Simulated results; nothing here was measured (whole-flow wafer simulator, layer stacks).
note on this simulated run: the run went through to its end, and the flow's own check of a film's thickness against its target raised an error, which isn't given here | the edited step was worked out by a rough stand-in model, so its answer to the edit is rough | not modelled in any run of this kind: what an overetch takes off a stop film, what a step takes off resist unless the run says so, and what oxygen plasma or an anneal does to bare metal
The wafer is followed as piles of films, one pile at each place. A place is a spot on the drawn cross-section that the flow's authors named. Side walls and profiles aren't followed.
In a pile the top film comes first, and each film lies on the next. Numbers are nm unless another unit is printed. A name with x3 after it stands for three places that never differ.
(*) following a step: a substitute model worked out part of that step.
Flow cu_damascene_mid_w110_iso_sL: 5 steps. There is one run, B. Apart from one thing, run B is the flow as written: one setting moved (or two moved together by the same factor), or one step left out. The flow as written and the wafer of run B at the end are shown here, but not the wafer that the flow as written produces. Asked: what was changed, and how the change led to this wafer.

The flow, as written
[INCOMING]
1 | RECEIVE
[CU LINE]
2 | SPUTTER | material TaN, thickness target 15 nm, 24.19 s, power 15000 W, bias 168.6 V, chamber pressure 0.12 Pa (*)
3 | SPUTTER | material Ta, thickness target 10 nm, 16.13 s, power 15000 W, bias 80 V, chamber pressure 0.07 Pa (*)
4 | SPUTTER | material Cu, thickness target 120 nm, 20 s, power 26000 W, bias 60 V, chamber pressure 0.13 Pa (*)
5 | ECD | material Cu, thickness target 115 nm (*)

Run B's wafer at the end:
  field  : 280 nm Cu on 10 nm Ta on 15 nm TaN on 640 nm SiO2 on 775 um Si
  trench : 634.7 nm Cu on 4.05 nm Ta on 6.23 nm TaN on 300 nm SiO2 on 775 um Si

What caused this: step 4, SPUTTER: thickness target 165 nm was run, while the flow as written has thickness target 120 nm; step 4, SPUTTER: 27.5 s was run, where the flow has 20 s.

The path from the change to this, step by step:
  4 | SPUTTER | material Cu, thickness target 120 nm, 20 s, power 26000 W, bias 60 V, chamber pressure 0.13 Pa (*)
      field: +165 Cu (new film) (in the flow as written it would be: +120 Cu (new film))
      trench: +68.7 Cu (new film) (in the flow as written it would be: +49.9 Cu (new film))
  5 | ECD | material Cu, thickness target 115 nm (*)
      trench: +566.1 Cu (in the flow as written it would be: +539.8 Cu)
